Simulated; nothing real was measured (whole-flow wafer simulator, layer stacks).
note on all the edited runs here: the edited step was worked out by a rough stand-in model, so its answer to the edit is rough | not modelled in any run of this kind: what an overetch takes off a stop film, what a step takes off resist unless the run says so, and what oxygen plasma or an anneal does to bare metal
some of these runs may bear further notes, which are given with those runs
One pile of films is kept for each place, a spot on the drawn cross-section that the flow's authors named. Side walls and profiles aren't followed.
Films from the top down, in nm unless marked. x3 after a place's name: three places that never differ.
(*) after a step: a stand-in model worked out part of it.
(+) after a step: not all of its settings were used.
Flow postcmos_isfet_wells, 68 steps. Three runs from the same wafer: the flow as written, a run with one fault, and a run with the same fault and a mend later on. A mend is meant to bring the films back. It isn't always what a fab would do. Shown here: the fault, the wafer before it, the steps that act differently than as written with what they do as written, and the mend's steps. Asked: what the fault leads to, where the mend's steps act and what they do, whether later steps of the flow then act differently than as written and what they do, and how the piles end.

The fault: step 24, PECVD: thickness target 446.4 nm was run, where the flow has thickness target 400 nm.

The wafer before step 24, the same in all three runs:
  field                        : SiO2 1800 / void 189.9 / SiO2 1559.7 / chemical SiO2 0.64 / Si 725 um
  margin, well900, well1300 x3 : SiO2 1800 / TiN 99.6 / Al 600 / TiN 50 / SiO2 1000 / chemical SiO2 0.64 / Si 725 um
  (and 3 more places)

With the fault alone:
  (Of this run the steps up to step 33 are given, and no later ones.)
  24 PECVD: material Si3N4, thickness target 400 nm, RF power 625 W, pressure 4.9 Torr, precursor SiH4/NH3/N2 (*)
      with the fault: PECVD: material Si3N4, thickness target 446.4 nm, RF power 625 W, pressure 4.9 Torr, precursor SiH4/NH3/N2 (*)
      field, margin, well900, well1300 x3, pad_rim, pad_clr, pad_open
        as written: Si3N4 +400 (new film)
        with the fault: Si3N4 +446.4 (new film)
  Later steps of the flow that act differently than as written:
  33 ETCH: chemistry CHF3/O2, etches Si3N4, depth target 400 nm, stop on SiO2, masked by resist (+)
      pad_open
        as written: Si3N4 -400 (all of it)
        with the fault: Si3N4 -400
  After step 33 the piles differ from the flow's by more than 2% or 0.5 nm, whichever is larger, at field, margin, well900, well1300 x3, pad_rim, pad_clr, pad_open.
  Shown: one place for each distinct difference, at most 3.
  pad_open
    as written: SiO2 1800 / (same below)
    with the fault: Si3N4 46.4 / SiO2 1800 / (same below)
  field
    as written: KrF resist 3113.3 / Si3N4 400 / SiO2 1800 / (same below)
    with the fault: KrF resist 3113.3 / Si3N4 446.4 / SiO2 1800 / (same below)

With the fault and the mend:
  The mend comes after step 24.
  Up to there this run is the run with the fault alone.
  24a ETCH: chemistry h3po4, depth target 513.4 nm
      field, margin, well900, well1300 x3, pad_rim, pad_clr, pad_open
        Si3N4 -446.4 (all of it)
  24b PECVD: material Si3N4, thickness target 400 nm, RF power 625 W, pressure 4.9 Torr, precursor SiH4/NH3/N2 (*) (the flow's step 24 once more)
      field, margin, well900, well1300 x3, pad_rim, pad_clr, pad_open
        Si3N4 +400 (new film)
  No later step of the flow acts differently than as written at any place that is followed.
  At the end the piles are the same as the flow's at every place that both follow.
